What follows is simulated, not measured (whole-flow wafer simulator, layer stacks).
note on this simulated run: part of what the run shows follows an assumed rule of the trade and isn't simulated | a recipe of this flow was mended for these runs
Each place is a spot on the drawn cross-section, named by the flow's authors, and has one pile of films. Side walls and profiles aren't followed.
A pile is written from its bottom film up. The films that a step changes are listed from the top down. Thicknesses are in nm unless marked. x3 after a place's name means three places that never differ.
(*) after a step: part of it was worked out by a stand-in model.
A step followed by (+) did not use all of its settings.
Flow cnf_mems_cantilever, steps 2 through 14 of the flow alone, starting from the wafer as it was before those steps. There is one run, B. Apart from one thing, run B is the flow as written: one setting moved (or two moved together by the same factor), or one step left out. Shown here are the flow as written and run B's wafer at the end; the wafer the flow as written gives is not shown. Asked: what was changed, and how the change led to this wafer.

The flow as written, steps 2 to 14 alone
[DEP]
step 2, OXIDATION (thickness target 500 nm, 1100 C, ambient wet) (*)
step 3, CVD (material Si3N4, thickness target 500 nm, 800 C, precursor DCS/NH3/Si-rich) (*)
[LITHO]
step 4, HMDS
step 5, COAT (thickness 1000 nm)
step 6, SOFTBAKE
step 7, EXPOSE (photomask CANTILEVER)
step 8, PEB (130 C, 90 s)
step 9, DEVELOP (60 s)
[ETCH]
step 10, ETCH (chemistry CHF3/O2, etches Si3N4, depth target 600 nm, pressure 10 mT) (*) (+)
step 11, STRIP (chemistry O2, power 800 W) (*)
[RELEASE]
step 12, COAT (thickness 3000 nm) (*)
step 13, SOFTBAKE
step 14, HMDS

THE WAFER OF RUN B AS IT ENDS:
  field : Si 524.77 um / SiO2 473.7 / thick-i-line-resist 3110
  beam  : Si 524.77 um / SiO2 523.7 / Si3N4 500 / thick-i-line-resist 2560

The reason: step 2, OXIDATION: 1112 C was run, whereas the flow has 1100 C.

The path from the change to this, step by step:
  step 2, OXIDATION (thickness target 500 nm, 1100 C, ambient wet) (*)
      field, beam: +523.7 SiO2 (new film), -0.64 chemical SiO2 (all of it), -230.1 Si (as written it would have been: +500 SiO2 (new film), -0.64 chemical SiO2 (all of it), -219.7 Si)
